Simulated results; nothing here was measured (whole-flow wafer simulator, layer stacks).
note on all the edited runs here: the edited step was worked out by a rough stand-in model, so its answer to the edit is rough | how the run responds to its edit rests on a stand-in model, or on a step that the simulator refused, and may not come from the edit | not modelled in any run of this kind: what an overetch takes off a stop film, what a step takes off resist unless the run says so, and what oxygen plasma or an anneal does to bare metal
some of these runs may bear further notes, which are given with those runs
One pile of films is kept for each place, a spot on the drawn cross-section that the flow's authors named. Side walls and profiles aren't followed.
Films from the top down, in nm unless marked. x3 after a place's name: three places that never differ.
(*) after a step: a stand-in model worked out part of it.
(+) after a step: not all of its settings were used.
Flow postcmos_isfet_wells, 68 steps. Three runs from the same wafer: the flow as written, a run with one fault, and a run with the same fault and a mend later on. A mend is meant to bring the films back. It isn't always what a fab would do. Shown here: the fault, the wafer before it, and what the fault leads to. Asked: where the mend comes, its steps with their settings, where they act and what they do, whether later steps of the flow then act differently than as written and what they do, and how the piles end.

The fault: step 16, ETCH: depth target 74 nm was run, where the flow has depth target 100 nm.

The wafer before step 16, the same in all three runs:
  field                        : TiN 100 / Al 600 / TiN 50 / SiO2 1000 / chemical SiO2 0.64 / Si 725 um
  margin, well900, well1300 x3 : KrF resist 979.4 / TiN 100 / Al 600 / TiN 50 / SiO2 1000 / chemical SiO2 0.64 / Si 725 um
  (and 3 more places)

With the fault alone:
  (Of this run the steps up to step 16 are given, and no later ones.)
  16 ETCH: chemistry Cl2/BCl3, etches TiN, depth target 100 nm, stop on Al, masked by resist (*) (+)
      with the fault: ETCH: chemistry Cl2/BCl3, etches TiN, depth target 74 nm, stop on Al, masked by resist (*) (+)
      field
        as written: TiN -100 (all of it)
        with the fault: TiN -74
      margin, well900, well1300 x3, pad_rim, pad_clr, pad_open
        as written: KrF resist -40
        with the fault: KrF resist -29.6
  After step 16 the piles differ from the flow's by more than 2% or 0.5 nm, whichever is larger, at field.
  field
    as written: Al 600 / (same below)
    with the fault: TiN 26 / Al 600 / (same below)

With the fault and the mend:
  The mend comes after step 16.
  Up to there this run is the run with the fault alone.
  16a ETCH: chemistry Cl2/BCl3, etches TiN, depth target 26 nm, stop on Al, masked by resist (the flow's step 16 once more, with other settings)
      margin, well900, well1300 x3, pad_rim, pad_clr, pad_open
        KrF resist -10.4
      field
        TiN -26 (all of it)
  No later step of the flow acts differently than as written at any place that is followed.
  At the end the piles are the same as the flow's at every place that both follow.
